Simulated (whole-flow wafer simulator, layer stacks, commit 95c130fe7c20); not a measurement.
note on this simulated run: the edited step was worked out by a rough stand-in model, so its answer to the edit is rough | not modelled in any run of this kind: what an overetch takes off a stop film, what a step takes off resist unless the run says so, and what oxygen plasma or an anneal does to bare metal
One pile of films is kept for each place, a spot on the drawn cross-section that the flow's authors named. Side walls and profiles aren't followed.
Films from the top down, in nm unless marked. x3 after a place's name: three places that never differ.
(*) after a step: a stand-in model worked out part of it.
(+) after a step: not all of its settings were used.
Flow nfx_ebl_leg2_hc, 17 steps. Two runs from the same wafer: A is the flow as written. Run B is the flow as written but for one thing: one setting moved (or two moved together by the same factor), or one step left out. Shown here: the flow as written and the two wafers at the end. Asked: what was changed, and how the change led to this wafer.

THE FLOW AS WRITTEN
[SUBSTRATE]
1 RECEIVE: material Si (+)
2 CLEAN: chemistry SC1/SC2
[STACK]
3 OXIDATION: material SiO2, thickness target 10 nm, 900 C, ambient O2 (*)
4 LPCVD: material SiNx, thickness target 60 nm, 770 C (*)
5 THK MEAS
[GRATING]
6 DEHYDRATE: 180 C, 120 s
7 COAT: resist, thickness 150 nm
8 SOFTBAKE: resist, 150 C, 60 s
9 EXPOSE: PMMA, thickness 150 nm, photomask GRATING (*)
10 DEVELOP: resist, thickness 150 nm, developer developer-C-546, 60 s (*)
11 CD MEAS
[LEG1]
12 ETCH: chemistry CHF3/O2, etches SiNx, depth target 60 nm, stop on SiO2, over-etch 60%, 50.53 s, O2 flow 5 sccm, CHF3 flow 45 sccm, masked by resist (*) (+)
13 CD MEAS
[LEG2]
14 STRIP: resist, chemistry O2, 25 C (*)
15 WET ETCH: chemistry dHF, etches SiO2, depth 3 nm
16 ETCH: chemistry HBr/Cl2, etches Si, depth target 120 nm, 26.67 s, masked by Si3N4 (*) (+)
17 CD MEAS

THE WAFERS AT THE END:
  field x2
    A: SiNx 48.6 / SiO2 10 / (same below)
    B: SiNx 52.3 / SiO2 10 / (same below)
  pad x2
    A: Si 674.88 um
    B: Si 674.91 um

The cause: step 16, ETCH: depth target 81 nm was run, where the flow has depth target 120 nm; step 16, ETCH: 18 s was run, where the flow has 26.67 s.

How the change led to this, step by step:
  16 ETCH: chemistry HBr/Cl2, etches Si, depth target 120 nm, 26.67 s, masked by Si3N4 (*) (+)
      field x2: A SiNx -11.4 | B SiNx -7.71
      pad x2: A Si -120 | B Si -81
